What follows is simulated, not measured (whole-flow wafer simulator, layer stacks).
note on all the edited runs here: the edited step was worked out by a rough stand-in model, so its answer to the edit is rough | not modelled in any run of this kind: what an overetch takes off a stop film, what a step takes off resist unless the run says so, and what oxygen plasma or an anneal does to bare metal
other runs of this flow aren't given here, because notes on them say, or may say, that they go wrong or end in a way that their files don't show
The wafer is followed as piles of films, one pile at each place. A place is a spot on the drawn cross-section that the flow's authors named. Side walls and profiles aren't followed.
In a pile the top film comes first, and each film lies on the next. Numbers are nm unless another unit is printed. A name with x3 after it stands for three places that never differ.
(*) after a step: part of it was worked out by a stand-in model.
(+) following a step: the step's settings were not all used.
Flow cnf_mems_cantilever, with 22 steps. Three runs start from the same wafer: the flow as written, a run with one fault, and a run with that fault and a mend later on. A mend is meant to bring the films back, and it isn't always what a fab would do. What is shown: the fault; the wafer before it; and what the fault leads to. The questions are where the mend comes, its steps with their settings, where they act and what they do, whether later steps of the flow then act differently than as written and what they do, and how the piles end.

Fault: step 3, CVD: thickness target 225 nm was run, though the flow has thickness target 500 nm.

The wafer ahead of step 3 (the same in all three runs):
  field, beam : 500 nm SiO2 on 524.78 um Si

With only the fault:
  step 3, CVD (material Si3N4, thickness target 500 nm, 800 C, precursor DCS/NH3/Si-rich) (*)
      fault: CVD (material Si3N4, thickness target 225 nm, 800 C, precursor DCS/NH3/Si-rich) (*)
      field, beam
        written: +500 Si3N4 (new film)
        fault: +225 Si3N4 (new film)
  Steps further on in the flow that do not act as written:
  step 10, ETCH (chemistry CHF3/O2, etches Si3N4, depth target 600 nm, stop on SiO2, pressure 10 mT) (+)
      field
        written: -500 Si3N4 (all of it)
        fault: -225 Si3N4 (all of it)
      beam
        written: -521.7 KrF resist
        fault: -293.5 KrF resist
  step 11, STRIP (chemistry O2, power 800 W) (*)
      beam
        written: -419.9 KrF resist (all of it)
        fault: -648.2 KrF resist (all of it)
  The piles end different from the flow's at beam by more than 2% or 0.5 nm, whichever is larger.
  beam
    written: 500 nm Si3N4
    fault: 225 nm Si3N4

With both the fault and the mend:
  The mend follows step 3.
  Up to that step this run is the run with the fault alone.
  step 3a, CVD (material Si3N4, thickness target 275 nm, 800 C, precursor DCS/NH3/Si-rich) (*) (a further turn of the flow's step 3, with different settings)
      field, beam
        +275 Si3N4
  Every later step of the flow that is run acts as written at every place that is followed.
  At every place that both follow, the piles at the end match the flow's.
